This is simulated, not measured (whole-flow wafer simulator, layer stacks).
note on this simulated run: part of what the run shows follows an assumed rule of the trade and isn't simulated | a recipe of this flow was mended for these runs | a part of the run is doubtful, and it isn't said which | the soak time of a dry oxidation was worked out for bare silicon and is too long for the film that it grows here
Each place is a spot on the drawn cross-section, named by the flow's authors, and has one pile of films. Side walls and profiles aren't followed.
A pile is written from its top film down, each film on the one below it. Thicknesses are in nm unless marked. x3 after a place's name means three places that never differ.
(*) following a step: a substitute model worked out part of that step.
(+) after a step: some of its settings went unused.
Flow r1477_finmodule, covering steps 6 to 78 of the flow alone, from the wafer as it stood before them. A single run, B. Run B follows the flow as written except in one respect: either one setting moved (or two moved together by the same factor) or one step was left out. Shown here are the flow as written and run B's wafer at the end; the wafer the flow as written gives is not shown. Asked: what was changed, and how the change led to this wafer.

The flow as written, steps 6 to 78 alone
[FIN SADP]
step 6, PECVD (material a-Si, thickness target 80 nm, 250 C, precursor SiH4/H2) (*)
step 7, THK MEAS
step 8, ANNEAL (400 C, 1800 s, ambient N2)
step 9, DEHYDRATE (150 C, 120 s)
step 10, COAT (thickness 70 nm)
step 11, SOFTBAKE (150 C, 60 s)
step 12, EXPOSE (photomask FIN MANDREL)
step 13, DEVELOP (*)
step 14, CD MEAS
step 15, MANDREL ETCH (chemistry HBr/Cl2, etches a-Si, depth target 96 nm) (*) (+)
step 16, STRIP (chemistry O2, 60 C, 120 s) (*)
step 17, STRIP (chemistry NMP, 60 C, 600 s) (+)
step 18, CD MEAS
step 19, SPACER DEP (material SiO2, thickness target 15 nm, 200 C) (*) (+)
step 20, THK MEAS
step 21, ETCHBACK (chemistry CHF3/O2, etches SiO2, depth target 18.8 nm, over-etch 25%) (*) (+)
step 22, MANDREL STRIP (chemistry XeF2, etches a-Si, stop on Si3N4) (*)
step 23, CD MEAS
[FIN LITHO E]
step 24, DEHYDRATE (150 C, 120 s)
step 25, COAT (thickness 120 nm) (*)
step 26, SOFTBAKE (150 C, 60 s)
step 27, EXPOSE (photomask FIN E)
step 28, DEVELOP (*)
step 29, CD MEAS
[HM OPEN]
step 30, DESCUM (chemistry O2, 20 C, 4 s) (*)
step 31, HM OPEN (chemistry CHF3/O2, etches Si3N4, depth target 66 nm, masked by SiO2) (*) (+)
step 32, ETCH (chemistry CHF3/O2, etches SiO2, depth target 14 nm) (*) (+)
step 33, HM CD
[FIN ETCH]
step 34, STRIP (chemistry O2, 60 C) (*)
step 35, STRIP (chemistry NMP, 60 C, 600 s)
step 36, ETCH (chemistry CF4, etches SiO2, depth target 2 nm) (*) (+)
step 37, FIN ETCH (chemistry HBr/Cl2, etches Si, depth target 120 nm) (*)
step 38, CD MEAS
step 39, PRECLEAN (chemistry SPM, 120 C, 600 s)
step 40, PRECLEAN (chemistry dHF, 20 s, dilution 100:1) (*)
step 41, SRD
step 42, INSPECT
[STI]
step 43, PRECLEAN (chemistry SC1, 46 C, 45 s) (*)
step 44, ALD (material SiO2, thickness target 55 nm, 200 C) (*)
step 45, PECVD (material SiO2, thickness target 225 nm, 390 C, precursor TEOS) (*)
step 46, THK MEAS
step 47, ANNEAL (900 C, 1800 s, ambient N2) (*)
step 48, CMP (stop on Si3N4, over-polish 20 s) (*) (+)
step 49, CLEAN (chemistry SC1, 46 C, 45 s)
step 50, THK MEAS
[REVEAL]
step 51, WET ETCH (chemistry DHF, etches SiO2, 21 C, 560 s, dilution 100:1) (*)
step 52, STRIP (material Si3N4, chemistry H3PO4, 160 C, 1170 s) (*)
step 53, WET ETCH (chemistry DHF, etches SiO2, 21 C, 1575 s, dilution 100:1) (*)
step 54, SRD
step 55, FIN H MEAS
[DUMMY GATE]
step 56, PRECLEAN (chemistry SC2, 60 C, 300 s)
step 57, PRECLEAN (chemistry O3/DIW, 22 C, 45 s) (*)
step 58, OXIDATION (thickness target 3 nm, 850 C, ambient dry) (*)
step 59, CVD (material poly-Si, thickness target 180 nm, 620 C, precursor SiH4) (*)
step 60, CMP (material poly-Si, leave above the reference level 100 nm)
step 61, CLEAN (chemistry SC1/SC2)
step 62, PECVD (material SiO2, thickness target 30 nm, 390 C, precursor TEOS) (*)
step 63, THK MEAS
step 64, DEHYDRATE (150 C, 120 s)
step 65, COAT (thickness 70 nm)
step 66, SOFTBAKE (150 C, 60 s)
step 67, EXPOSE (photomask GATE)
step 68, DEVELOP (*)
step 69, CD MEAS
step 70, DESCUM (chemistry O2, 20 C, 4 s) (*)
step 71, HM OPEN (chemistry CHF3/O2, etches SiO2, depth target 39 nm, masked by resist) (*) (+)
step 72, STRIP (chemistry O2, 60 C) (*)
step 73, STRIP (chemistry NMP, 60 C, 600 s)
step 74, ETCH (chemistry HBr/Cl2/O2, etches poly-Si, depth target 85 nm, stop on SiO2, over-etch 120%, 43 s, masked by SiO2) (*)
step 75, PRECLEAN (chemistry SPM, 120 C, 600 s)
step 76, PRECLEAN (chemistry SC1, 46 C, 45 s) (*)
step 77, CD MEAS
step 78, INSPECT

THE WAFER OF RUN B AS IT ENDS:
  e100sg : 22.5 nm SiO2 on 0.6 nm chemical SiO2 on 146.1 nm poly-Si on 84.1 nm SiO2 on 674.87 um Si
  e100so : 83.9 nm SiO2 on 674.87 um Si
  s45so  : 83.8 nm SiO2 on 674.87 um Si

Cause: step 21, ETCHBACK: depth target 28.3 nm was run, while the flow as written has depth target 18.8 nm.

How this came from the change, step by step:
  step 21, ETCHBACK (chemistry CHF3/O2, etches SiO2, depth target 18.8 nm, over-etch 25%) (*) (+)
      pad, padg, elg x4 and 18 more: SiO2 loses 15 (all of it), Si3N4 loses 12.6 (as written it would have been: SiO2 loses 15 (all of it), Si3N4 loses 3.62)
      s40cg, s45cg, s50cg, s40co, s45co, s50co: SiO2 loses 15 (all of it), chemical SiO2 loses 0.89 (all of it), a-Si loses 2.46 (as written it would have been: SiO2 loses 15 (all of it), chemical SiO2 loses 0.89 (all of it), a-Si loses 0.58)
  step 22, MANDREL STRIP (chemistry XeF2, etches a-Si, stop on Si3N4) (*)
      s40cg, s45cg, s50cg, s40co, s45co, s50co: a-Si loses 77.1 (all of it) (as written it would have been: a-Si loses 79 (all of it))
  step 25, COAT (thickness 120 nm) (*)
      s40cg, s40co: e-beam-resist gains 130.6 (new film) (as written it would have been: e-beam-resist gains 136.7 (new film))
      s40sg_line, s40so_line: e-beam-resist gains 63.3 (new film) (as written it would have been: e-beam-resist gains 60 (new film))
      (also at 12 further places)
  step 28, DEVELOP (*)
      s40cg, s40co: e-beam-resist loses 130.6 (all of it) (as written it would have been: e-beam-resist loses 136.7 (all of it))
      s40sg_line, s40so_line: e-beam-resist loses 63.3 (all of it) (as written it would have been: e-beam-resist loses 60 (all of it))
      (also at 12 further places)
  step 31, HM OPEN (chemistry CHF3/O2, etches Si3N4, depth target 66 nm, masked by SiO2) (*) (+)
      pad, padg, esg and 13 more: Si3N4 loses 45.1 (all of it), SiO2 loses 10 (all of it), Si loses 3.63 (as written it would have been: Si3N4 loses 54.1 (all of it), SiO2 loses 5.95)
  step 32, ETCH (chemistry CHF3/O2, etches SiO2, depth target 14 nm) (*) (+)
      pad, padg: Si loses 2.8 (as written it would have been: SiO2 loses 4.05 (all of it), Si loses 1.99)
      esg, eso: Si loses 2.31 (as written it would have been: SiO2 loses 4.05 (all of it), Si loses 1.99)
      (also at 12 further places)
  step 44, ALD (material SiO2, thickness target 55 nm, 200 C) (*)
      s40cg, s45cg, s50cg, s40co, s45co, s50co: SiO2 gains 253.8 (new film) (as written it would have been: SiO2 gains 263.2 (new film))
      s40sg, s45sg, s40so, s45so: SiO2 gains 258.5 (new film) (as written it would have been: SiO2 gains 263.8 (new film))
      (also at 10 further places)
  step 48, CMP (stop on Si3N4, over-polish 20 s) (*) (+)
      elg x4, esg, e40sg and 10 more: SiO2 loses 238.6 (as written it would have been: SiO2 loses 247.6)
      s40cg, s40sg, s45cg and 9 more: SiO2 loses 278.7 (as written it would have been: SiO2 loses 288.1)
      (also at 8 further places)
  step 51, WET ETCH (chemistry DHF, etches SiO2, 21 C, 560 s, dilution 100:1) (*)
      elg x4, elo x4: SiO2 loses 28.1 (as written it would have been: SiO2 loses 22.3 (all of it), Si3N4 loses 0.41)
  step 52, STRIP (material Si3N4, chemistry H3PO4, 160 C, 1170 s) (*)
      elg x4, elo x4: SiO2 loses 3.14 (all of it), Si3N4 loses 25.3 (all of it), SiO2 loses 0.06 (as written it would have been: Si3N4 loses 33.9 (all of it), SiO2 loses 2.15)
  step 53, WET ETCH (chemistry DHF, etches SiO2, 21 C, 1575 s, dilution 100:1) (*)
      elg x4, elo x4: SiO2 loses 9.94 (all of it) (as written it would have been: SiO2 loses 7.85 (all of it))
